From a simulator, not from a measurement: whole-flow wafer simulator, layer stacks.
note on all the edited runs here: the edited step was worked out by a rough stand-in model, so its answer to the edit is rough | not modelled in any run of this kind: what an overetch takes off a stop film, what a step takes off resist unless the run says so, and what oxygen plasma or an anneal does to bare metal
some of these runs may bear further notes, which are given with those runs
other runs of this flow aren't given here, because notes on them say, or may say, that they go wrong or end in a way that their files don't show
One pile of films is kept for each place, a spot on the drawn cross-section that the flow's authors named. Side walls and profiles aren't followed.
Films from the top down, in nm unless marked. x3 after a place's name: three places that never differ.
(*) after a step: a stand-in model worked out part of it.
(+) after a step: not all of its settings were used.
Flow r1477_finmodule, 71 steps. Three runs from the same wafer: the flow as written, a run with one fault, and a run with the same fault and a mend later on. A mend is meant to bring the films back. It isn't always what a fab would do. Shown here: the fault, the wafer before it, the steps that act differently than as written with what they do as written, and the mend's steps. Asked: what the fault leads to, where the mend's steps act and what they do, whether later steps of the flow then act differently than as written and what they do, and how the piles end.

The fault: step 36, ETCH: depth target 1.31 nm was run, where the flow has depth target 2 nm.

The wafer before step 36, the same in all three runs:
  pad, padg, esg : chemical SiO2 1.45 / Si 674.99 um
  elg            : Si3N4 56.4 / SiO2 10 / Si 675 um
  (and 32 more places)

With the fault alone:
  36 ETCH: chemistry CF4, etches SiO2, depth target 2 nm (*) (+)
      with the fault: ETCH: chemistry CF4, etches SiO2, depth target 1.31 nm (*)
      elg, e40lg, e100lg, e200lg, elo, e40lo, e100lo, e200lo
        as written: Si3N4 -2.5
        with the fault: Si3N4 -1.64
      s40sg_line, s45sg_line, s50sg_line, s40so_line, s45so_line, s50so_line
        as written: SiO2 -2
        with the fault: SiO2 -1.31
  Later steps of the flow that act differently than as written (7 more steps differ only slightly, by at most 2% or 0.5 nm, whichever is larger, and aren't shown):
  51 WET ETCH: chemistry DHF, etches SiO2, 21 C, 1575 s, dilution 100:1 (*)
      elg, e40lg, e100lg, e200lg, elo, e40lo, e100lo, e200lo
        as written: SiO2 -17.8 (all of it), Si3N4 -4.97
        with the fault: SiO2 -17 (all of it), Si3N4 -5.04
  At the end the piles differ from the flow's by more than 2% or 0.5 nm, whichever is larger, at elg, e40lg, e100lg, e200lg, elo, e40lo, e100lo, e200lo.
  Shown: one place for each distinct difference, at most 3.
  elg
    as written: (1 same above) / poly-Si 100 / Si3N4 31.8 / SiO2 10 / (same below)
    with the fault: (1 same above) / poly-Si 100 / Si3N4 32.6 / SiO2 10 / (same below)
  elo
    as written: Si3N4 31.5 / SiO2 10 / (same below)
    with the fault: Si3N4 32.3 / SiO2 10 / (same below)

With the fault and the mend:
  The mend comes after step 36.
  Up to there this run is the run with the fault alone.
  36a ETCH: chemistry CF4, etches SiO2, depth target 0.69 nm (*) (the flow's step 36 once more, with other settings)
      pad, padg, e40sg and 11 more
        Si -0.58
      elg, e40lg, e100lg, e200lg, elo, e40lo, e100lo, e200lo
        Si3N4 -0.86
      s40sg_line, s45sg_line, s50sg_line, s40so_line, s45so_line, s50so_line
        SiO2 -0.69
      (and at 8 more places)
  No later step of the flow acts differently than as written, at any place that is followed, by more than 2% or 0.5 nm, whichever is larger.
  At the end the piles differ from the flow's only slightly at the places that both follow, by at most 2% or 0.5 nm, whichever is larger.
